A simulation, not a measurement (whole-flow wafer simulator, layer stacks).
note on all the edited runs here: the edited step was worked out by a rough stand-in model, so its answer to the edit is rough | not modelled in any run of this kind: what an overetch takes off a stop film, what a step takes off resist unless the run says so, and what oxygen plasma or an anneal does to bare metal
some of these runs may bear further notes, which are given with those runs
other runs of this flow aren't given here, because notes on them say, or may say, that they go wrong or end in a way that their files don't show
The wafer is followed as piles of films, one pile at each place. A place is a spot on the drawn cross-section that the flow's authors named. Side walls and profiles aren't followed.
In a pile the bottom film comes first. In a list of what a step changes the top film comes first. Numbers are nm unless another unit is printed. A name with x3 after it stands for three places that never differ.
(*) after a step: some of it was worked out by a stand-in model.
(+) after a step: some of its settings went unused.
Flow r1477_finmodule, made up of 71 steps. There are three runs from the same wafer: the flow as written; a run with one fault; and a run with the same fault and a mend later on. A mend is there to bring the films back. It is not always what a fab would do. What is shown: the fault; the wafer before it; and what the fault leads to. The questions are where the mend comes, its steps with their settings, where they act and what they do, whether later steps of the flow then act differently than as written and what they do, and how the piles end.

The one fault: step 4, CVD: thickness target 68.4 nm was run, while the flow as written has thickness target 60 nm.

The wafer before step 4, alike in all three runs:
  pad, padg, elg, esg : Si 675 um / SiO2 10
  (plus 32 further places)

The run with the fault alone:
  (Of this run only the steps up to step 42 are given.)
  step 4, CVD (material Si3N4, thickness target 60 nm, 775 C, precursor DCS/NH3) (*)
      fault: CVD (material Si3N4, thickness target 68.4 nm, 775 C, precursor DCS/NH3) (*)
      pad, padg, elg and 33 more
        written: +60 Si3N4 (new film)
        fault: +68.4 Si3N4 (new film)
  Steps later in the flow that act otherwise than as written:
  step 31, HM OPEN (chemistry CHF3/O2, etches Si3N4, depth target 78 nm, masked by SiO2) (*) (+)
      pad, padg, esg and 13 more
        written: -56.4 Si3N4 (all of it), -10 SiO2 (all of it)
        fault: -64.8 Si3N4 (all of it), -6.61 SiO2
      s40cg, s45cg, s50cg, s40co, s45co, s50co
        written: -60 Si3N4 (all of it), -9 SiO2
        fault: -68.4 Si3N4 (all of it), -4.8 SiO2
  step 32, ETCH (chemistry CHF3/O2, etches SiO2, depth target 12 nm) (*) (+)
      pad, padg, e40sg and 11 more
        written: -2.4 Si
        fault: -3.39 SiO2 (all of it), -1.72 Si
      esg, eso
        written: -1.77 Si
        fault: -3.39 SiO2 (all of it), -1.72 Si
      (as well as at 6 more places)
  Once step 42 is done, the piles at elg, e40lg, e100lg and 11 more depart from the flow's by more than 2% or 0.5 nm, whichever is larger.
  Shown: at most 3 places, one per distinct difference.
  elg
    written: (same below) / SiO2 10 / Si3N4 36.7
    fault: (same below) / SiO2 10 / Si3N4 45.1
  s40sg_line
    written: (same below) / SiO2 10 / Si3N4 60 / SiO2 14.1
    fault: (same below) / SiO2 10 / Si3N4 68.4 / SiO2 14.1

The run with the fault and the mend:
  The mend follows step 5.
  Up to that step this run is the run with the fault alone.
  step 5a, ETCH (chemistry h3po4, depth target 78.66 nm)
      pad, padg, elg and 33 more
        -68.4 Si3N4 (all of it)
  step 5b, CLEAN (chemistry SC1/SC2) (the flow's step 2 again)
      alters no film at any place that is followed
  step 5c, CVD (material Si3N4, thickness target 60 nm, 775 C, precursor DCS/NH3) (*) (the flow's step 4 again)
      pad, padg, elg and 33 more
        +60 Si3N4 (new film)
  None of the later steps of the flow acts differently than as written at any place that is followed.
  The piles end the same as the flow's at every place that both follow.
